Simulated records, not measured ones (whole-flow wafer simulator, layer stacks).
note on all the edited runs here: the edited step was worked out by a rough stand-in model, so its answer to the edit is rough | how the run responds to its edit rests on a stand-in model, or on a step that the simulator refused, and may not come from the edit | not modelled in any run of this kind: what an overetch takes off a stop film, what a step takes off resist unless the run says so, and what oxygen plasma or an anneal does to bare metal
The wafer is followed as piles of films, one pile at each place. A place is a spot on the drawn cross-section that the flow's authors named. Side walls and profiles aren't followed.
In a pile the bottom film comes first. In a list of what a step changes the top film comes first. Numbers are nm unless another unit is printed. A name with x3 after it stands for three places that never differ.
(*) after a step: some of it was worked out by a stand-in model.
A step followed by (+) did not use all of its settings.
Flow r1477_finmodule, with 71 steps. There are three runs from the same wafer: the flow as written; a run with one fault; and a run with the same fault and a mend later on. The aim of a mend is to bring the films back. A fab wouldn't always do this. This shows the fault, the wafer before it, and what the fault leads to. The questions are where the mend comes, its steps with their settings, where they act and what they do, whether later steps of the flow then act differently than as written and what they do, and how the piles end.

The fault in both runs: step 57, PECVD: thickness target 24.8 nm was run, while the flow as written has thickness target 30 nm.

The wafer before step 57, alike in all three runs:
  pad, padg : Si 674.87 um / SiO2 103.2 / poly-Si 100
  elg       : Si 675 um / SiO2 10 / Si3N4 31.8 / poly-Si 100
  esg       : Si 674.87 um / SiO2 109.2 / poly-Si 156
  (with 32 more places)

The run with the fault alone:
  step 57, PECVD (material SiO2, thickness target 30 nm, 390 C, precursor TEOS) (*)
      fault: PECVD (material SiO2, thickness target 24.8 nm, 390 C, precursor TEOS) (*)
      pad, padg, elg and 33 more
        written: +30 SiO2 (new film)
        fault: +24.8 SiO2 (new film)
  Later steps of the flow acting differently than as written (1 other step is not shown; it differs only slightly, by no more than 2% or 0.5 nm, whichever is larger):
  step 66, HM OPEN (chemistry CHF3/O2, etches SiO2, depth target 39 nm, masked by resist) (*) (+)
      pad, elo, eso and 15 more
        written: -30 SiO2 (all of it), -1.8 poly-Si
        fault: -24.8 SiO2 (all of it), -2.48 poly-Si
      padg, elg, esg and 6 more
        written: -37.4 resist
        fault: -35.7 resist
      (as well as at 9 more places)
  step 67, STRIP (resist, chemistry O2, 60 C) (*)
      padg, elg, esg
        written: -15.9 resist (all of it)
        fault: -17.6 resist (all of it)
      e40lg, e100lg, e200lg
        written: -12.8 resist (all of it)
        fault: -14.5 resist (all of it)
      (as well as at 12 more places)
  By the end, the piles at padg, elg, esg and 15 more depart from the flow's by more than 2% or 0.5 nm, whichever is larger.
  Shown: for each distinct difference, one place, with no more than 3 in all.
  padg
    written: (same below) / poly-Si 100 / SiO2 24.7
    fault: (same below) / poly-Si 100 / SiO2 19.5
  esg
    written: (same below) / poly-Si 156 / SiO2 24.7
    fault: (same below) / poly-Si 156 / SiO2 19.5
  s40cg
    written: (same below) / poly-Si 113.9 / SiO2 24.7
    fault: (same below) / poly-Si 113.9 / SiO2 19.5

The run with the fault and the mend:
  After step 64 comes the mend.
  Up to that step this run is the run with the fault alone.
  step 64a, STRIP (resist, chemistry O2, 60 C)
      padg, elg, esg
        -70 resist (all of it)
      e40lg, e100lg, e200lg
        -66.9 resist (all of it)
      s40sg, s45sg
        -91 resist (all of it)
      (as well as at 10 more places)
  step 64b, PECVD (material SiO2, thickness target 5.2 nm, 390 C, precursor TEOS) (*) (the flow's step 57, run once more with other settings)
      pad, padg, elg and 33 more
        +5.2 SiO2
  step 64c, COAT (resist, thickness 70 nm) (*) (the flow's step 60, run once more)
      e40lg, e100lg, e200lg, elo, e40lo, e100lo, e200lo
        +66.9 resist (new film)
      pad, padg, elg, esg
        +70 resist (new film)
      s40sg, s45sg, s40so, s45so
        +91 resist (new film)
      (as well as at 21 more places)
  step 64d, SOFTBAKE (180 C, 180 s) (*) (the flow's step 61, run once more)
      leaves every film unchanged at each place that is followed
  step 64e, EXPOSE (resist, photomask GATE) (the flow's step 62, run once more)
      leaves every film unchanged at each place that is followed
  step 64f, DEVELOP (*) (the flow's step 63, run once more)
      elo, e40lo, e100lo, e200lo
        -66.9 resist (all of it)
      eso, e40so
        -129.5 resist (all of it)
      s40so, s45so
        -91 resist (all of it)
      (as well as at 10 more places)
  Later steps of the flow that are run all act as written at every place that is followed.
  At every place that both follow, the piles at the end match the flow's.
